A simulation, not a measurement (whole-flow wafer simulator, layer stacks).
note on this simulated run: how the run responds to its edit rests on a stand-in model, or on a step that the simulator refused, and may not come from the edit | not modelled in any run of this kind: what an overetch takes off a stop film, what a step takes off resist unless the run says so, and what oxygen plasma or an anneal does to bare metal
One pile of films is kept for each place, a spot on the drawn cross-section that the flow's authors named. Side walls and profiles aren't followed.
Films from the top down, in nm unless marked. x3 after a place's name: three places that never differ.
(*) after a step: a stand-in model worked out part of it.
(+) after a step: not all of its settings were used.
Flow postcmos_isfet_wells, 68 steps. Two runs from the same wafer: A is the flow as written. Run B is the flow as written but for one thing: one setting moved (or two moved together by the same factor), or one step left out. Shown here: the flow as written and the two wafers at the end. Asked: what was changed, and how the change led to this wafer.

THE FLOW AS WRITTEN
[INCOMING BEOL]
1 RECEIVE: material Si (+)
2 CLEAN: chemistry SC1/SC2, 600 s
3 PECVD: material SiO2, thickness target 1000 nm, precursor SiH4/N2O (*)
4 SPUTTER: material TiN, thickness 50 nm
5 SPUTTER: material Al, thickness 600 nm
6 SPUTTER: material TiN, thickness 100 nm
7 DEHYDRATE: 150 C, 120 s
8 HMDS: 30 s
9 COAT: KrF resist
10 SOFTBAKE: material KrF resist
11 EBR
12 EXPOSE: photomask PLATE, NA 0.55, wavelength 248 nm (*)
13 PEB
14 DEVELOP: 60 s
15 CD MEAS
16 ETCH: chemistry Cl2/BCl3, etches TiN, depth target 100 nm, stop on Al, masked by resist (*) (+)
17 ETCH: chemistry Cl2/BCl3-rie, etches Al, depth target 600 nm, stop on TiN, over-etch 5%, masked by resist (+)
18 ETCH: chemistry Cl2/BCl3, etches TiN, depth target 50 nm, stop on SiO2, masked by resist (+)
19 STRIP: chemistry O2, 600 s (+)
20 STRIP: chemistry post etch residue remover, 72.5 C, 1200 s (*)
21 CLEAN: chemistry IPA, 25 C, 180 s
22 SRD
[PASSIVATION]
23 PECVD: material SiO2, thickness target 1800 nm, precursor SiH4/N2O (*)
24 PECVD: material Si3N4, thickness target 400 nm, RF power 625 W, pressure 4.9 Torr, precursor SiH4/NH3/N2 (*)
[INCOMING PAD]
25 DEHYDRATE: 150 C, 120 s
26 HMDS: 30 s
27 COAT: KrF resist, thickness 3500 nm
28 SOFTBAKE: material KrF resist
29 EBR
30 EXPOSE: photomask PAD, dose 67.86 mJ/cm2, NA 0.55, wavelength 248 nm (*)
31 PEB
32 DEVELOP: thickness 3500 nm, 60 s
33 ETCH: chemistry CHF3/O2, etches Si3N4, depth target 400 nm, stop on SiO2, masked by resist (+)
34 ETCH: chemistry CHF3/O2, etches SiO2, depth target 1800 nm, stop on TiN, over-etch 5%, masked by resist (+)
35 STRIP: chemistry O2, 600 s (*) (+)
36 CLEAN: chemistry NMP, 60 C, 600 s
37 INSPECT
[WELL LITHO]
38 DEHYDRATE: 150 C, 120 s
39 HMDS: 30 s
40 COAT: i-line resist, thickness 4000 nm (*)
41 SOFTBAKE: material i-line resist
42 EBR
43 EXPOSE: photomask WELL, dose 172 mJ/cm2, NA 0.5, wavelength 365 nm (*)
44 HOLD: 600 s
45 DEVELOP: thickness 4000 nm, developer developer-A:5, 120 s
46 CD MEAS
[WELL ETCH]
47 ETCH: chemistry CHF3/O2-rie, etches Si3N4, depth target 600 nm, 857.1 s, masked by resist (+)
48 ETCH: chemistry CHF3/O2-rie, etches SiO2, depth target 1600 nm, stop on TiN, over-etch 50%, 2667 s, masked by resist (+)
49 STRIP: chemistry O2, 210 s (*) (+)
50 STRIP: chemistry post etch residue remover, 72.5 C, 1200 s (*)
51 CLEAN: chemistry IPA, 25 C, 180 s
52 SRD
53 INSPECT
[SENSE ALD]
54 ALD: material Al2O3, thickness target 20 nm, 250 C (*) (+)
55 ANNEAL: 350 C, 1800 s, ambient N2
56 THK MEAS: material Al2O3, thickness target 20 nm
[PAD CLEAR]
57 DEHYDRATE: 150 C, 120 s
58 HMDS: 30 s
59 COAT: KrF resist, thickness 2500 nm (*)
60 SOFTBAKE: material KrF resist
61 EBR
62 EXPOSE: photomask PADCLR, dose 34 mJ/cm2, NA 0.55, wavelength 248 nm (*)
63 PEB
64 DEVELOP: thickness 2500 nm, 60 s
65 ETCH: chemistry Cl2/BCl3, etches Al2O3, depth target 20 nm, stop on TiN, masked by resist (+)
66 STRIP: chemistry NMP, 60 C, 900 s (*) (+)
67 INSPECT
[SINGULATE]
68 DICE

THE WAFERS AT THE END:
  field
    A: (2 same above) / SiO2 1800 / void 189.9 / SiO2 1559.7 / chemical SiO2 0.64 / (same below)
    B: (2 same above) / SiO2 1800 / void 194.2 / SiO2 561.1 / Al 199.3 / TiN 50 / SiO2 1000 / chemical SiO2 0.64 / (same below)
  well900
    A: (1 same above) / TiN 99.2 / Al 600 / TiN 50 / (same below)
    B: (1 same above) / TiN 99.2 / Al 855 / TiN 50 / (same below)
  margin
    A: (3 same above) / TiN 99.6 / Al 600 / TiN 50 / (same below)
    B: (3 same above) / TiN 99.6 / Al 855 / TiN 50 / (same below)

The cause: step 5, SPUTTER: thickness 855 nm was run, where the flow has thickness 600 nm.
It can be read off the wafer: well900 has Al 855, and step 5 as written asks for 600 nm.

How the change led to this, step by step:
  5 SPUTTER: material Al, thickness 600 nm
      field, margin, well900, well1300 x3, pad_rim, pad_clr, pad_open: A Al +600 (new film) | B Al +855 (new film)
  17 ETCH: chemistry Cl2/BCl3-rie, etches Al, depth target 600 nm, stop on TiN, over-etch 5%, masked by resist (+)
      field: A Al -600 (all of it) | B Al -600
  18 ETCH: chemistry Cl2/BCl3, etches TiN, depth target 50 nm, stop on SiO2, masked by resist (+)
      field: A TiN -50 (all of it) | B Al -50
  20 STRIP: chemistry post etch residue remover, 72.5 C, 1200 s (*)
      field: A nothing | B Al -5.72
  23 PECVD: material SiO2, thickness target 1800 nm, precursor SiH4/N2O (*)
      field: A SiO2 +1800 (new film), void +189.9 (new film), SiO2 +559.7 | B SiO2 +1800 (new film), void +194.2 (new film), SiO2 +561.1 (new film)
Counting metal films that touch as one body, field has 1 body; the flow as written gives 0 bodies.
